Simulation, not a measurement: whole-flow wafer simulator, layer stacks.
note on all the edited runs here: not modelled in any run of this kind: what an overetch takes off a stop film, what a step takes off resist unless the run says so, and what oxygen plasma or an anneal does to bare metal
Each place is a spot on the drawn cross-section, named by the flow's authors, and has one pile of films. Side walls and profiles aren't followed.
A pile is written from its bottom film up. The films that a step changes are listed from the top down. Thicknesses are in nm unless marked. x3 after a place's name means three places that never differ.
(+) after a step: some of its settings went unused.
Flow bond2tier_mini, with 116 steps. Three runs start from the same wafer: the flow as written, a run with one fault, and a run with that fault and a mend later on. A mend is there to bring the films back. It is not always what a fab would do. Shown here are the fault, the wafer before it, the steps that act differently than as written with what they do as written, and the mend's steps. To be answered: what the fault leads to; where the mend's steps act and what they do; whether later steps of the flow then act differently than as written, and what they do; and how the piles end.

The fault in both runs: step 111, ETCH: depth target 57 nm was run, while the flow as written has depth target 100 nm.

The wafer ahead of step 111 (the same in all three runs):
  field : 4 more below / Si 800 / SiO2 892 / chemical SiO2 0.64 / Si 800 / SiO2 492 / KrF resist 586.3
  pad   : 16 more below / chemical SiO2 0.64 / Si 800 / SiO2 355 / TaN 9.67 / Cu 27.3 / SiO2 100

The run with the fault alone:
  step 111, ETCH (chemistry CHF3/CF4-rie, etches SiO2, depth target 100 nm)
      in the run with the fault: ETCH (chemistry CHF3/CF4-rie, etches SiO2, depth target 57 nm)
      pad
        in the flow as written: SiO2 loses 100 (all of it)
        in the run with the fault: SiO2 loses 57
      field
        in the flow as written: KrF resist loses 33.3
        in the run with the fault: KrF resist loses 19
  Steps later in the flow that act otherwise than as written (1 other step is not shown; it differs only slightly, by no more than 2% or 0.5 nm, whichever is larger):
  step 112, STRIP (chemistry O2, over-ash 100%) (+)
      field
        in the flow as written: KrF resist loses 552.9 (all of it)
        in the run with the fault: KrF resist loses 567.3 (all of it)
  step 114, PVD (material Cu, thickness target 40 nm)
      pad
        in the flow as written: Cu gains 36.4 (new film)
        in the run with the fault: Cu gains 37.9 (new film)
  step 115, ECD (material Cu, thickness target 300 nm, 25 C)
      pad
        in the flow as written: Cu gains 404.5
        in the run with the fault: Cu gains 359.6
  By the end, the piles at pad depart from the flow's by more than 2% or 0.5 nm, whichever is larger.
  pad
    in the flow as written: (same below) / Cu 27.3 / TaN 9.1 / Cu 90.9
    in the run with the fault: (same below) / Cu 27.3 / SiO2 43 / TaN 9.48 / Cu 47.5

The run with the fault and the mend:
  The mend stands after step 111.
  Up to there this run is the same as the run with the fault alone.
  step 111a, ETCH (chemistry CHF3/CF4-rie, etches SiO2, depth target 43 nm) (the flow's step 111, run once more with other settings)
      field
        KrF resist loses 14.3
      pad
        SiO2 loses 43 (all of it)
  Every later step of the flow that is run acts as written at every place that is followed.
  By the end, the piles equal the flow's at every place that both follow.
